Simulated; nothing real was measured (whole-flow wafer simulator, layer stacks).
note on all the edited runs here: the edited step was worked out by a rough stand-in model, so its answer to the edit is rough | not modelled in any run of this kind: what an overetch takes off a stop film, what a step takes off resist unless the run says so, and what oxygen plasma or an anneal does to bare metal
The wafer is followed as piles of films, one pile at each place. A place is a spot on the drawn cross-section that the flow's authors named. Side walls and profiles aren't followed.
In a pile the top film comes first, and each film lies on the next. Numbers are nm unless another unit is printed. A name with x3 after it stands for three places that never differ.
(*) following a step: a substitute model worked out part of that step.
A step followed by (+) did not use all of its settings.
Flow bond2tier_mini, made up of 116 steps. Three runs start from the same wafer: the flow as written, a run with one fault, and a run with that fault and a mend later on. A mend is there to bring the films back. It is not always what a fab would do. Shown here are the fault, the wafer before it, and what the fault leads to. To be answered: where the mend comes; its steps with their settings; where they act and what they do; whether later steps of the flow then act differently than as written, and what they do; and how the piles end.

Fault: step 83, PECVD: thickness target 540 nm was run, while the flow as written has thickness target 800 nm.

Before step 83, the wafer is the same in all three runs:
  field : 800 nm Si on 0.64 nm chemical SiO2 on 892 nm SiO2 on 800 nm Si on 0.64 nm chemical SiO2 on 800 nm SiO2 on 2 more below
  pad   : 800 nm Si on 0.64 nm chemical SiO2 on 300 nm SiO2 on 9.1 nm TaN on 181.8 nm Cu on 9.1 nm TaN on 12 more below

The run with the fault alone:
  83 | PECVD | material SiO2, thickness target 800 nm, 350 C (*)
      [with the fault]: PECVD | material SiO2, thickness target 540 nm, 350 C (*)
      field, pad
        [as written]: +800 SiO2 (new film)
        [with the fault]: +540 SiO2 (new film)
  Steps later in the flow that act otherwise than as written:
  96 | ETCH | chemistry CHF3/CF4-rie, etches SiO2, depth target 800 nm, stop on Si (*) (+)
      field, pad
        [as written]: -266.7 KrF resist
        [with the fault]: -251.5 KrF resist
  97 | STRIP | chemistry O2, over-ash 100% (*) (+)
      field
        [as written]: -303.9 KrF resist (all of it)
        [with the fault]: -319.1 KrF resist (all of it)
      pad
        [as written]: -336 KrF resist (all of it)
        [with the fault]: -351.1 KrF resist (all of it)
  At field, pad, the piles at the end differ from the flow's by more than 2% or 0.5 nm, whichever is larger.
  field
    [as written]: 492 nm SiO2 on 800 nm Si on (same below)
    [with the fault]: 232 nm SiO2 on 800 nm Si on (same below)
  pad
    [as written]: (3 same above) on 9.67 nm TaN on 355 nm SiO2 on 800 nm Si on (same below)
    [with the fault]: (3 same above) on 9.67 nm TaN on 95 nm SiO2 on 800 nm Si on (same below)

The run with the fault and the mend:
  The mend stands after step 83.
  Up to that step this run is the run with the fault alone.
  83a | PECVD | material SiO2, thickness target 260 nm, 350 C (a further turn of the flow's step 83, with different settings)
      field, pad
        +260 SiO2
  Every later step of the flow that is run acts as written at every place that is followed.
  The piles end the same as the flow's at every place that both follow.
